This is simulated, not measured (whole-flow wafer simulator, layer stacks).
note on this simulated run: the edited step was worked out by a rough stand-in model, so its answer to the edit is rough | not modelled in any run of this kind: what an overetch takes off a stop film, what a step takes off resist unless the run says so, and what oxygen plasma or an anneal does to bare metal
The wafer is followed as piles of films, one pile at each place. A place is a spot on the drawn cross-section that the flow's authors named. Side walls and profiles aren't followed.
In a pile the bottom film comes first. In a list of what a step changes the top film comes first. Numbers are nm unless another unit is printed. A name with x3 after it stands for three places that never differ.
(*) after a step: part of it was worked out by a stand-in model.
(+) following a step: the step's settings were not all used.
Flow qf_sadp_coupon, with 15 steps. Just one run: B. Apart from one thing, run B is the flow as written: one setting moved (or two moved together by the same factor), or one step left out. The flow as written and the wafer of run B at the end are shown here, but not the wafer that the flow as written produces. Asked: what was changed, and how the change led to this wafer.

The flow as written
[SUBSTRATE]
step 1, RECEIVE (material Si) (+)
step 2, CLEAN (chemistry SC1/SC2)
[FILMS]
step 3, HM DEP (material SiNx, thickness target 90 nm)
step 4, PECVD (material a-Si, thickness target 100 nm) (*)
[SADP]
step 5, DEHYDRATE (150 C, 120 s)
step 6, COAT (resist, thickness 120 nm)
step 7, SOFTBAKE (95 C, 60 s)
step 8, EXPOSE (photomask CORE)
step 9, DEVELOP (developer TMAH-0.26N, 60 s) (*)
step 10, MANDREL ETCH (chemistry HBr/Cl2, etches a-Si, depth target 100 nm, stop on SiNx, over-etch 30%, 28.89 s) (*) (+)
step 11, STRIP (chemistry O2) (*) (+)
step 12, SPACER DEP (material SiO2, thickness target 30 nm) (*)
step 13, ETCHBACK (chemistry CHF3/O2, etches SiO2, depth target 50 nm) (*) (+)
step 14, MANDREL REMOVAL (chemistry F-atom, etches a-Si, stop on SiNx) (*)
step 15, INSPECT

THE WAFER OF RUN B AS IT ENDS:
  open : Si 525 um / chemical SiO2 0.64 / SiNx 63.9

What caused this: step 10, MANDREL ETCH: depth target 115 nm was run, though the flow has depth target 100 nm.

The path from the change to this, step by step:
  step 10, MANDREL ETCH (chemistry HBr/Cl2, etches a-Si, depth target 100 nm, stop on SiNx, over-etch 30%, 28.89 s) (*) (+)
      m: -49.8 resist (as written it would have been: -43.3 resist)
      open: -100 a-Si (all of it), -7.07 SiNx (as written it would have been: -100 a-Si (all of it), -4.29 SiNx)
  step 11, STRIP (chemistry O2) (*) (+)
      m: +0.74 chemical SiO2 (new film), -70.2 resist (all of it), -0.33 a-Si (as written it would have been: +0.74 chemical SiO2 (new film), -76.7 resist (all of it), -0.32 a-Si)
